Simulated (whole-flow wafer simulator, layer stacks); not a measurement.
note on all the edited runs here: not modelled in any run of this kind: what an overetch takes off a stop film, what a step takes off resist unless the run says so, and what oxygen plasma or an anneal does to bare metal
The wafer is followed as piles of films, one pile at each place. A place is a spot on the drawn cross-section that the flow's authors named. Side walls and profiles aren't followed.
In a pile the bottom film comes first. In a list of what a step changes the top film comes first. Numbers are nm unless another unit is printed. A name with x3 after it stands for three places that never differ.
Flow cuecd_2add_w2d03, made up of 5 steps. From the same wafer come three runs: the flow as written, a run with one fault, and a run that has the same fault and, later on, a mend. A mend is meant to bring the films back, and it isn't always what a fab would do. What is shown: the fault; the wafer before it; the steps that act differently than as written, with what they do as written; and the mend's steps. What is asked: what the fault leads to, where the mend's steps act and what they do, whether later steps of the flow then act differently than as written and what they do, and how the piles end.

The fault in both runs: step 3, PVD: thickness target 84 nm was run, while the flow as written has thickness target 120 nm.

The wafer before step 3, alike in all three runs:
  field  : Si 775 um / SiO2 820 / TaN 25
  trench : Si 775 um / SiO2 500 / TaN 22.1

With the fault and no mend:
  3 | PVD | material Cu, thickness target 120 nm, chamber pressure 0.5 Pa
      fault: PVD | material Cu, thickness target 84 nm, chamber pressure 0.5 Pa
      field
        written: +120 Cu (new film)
        fault: +84 Cu (new film)
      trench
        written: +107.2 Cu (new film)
        fault: +74.9 Cu (new film)
  Every later step of the flow that is run acts as written at every place that is followed.
  The piles end different from the flow's at field, trench by more than 2% or 0.5 nm, whichever is larger.
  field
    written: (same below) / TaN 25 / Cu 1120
    fault: (same below) / TaN 25 / Cu 1084
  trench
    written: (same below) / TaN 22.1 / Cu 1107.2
    fault: (same below) / TaN 22.1 / Cu 1074.9

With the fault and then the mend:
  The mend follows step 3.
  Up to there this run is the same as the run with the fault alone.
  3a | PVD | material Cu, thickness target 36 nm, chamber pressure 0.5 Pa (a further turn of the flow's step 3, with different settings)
      field
        +36 Cu
      trench
        +31.8 Cu
  Every later step of the flow that is run acts as written at every place that is followed.
  When the end is reached, the piles differ only a little from the flow's at the places that both follow, at most by 2% or 0.5 nm, whichever is larger.
